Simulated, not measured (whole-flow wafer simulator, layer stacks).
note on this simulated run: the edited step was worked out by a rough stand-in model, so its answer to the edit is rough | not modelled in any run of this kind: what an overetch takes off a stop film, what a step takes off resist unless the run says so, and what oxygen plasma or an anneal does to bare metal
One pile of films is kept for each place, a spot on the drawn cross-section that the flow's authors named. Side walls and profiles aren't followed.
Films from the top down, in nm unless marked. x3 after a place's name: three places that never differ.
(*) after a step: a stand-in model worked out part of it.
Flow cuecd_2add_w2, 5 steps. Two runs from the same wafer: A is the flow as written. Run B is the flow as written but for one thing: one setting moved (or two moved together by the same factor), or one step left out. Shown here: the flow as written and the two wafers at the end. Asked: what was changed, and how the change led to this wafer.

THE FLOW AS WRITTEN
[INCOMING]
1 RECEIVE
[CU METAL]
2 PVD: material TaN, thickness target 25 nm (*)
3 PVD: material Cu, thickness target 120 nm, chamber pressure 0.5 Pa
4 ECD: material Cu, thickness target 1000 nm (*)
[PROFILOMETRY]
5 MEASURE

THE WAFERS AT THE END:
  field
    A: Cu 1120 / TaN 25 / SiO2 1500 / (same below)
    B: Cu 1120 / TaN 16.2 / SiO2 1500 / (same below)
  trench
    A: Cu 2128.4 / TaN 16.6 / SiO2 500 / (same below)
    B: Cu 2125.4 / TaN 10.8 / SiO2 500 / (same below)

The cause: step 2, PVD: thickness target 16.2 nm was run, where the flow has thickness target 25 nm.
It can be read off the wafer: field has TaN 16.2, and step 2 as written asks for 25 nm.

How the change led to this, step by step:
  2 PVD: material TaN, thickness target 25 nm (*)
      field: A TaN +25 (new film) | B TaN +16.2 (new film)
      trench: A TaN +16.6 (new film) | B TaN +10.8 (new film)
